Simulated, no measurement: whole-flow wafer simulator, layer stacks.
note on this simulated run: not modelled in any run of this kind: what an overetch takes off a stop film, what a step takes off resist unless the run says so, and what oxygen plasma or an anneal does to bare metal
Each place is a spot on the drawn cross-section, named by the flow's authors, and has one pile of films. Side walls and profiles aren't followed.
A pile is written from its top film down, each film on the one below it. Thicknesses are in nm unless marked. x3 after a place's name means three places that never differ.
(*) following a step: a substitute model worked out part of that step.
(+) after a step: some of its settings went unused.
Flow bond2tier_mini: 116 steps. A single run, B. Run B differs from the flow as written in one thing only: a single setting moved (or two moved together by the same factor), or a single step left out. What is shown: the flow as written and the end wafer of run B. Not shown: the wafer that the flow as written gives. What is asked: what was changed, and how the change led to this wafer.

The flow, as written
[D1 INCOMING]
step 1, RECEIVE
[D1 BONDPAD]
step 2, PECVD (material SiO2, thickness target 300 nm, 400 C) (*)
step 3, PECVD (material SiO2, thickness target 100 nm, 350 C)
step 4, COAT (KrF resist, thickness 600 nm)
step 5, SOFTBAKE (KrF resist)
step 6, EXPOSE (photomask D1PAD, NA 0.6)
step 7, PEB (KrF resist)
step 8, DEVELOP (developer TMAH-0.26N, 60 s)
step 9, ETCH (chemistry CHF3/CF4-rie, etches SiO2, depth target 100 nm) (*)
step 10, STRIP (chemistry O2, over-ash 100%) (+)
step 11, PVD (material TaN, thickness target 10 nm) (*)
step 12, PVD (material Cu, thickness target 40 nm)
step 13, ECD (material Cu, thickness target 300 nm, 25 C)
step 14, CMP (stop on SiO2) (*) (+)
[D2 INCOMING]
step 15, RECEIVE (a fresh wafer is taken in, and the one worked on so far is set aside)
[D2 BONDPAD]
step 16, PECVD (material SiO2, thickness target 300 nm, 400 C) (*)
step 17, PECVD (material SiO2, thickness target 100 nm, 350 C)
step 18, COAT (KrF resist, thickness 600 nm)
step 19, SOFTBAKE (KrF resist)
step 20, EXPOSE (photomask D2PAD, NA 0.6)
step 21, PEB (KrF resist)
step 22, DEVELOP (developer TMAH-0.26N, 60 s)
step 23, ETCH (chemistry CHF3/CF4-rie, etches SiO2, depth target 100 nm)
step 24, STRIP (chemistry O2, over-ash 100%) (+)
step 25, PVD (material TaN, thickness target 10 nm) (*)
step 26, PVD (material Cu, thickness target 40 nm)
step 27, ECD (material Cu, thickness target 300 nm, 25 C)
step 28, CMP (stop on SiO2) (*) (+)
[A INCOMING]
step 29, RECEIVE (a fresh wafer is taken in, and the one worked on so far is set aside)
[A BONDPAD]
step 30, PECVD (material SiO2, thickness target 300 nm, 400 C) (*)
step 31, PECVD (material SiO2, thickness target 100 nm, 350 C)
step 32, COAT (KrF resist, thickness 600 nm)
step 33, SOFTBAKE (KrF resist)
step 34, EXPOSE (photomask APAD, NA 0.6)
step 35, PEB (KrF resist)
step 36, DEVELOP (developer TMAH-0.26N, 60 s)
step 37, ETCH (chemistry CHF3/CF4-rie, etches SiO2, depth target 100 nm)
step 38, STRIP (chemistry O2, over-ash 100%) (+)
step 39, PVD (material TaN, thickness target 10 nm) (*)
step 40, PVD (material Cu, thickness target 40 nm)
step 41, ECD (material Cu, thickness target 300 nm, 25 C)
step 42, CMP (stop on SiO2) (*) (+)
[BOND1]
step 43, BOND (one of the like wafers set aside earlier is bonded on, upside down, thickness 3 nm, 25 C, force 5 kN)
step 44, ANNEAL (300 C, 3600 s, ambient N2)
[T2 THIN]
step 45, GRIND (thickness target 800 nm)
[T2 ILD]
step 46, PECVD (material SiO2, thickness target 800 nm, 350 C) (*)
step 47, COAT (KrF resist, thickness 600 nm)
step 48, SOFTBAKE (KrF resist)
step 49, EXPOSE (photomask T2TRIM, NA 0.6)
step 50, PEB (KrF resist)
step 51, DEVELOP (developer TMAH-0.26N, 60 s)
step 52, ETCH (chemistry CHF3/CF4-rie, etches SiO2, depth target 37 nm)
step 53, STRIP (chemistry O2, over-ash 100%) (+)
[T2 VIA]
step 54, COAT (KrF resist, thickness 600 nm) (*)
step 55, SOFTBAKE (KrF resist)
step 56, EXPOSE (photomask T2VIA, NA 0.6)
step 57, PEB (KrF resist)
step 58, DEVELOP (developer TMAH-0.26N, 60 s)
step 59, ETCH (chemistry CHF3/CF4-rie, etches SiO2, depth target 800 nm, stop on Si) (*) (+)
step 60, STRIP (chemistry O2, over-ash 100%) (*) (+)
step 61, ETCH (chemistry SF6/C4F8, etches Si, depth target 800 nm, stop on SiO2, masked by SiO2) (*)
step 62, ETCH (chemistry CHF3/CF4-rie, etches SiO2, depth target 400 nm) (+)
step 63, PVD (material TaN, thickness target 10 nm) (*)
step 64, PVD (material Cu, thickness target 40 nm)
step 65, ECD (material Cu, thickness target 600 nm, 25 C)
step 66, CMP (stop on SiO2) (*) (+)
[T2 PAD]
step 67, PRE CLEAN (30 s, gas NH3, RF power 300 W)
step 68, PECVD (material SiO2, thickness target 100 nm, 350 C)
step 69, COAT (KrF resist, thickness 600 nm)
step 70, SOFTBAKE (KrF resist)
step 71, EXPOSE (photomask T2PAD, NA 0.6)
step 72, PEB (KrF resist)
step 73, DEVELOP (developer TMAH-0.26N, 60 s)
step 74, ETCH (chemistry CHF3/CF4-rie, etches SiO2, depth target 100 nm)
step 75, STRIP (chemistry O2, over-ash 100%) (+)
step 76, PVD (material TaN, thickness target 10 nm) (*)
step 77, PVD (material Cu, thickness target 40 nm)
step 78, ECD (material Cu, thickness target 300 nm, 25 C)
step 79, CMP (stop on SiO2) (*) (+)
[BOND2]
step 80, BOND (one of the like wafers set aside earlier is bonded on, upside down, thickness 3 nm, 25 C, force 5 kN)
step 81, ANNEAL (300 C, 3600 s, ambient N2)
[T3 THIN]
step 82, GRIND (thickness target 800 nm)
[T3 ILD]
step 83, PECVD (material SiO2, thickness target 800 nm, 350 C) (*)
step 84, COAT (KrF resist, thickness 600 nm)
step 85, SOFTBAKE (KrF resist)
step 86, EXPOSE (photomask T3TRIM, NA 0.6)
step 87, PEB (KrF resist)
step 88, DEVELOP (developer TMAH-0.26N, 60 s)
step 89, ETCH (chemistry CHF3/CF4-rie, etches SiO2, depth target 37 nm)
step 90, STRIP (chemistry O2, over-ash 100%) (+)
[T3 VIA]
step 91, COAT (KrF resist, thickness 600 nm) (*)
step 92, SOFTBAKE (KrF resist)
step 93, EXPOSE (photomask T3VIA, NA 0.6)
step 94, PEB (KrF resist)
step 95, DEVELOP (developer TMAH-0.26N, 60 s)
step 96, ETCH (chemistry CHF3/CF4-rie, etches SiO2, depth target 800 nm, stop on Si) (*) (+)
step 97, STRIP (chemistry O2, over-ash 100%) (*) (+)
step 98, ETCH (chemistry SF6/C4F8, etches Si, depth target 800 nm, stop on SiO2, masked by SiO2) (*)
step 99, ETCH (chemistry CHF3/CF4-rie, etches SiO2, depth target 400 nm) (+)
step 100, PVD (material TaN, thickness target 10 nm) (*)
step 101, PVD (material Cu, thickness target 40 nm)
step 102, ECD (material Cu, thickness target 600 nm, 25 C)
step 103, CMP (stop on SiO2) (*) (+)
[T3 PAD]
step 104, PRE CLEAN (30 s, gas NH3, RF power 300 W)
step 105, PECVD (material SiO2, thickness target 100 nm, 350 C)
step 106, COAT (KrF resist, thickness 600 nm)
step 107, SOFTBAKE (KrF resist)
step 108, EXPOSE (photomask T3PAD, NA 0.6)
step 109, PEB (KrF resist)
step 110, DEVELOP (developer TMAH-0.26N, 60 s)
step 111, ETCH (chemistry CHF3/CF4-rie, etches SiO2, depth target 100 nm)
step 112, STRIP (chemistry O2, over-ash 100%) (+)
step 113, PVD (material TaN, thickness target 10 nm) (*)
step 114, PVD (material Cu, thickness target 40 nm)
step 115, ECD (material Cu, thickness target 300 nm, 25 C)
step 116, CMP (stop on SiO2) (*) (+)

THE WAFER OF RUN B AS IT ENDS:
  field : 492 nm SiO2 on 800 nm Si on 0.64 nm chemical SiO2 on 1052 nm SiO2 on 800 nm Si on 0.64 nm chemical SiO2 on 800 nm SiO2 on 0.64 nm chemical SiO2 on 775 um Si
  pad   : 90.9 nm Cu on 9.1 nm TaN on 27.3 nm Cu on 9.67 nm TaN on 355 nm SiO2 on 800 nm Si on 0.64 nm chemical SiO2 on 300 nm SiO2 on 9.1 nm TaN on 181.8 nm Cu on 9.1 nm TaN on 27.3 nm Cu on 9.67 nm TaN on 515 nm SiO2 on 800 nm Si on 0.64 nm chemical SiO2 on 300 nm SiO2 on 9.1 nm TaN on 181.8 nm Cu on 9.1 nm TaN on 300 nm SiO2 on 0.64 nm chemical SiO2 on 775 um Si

Cause: step 62, ETCH: depth target 240 nm was run, though the flow has depth target 400 nm.

How this came from the change, step by step:
  step 62, ETCH (chemistry CHF3/CF4-rie, etches SiO2, depth target 400 nm) (+)
      field, pad: -240 SiO2 (it would be, as written: -400 SiO2)
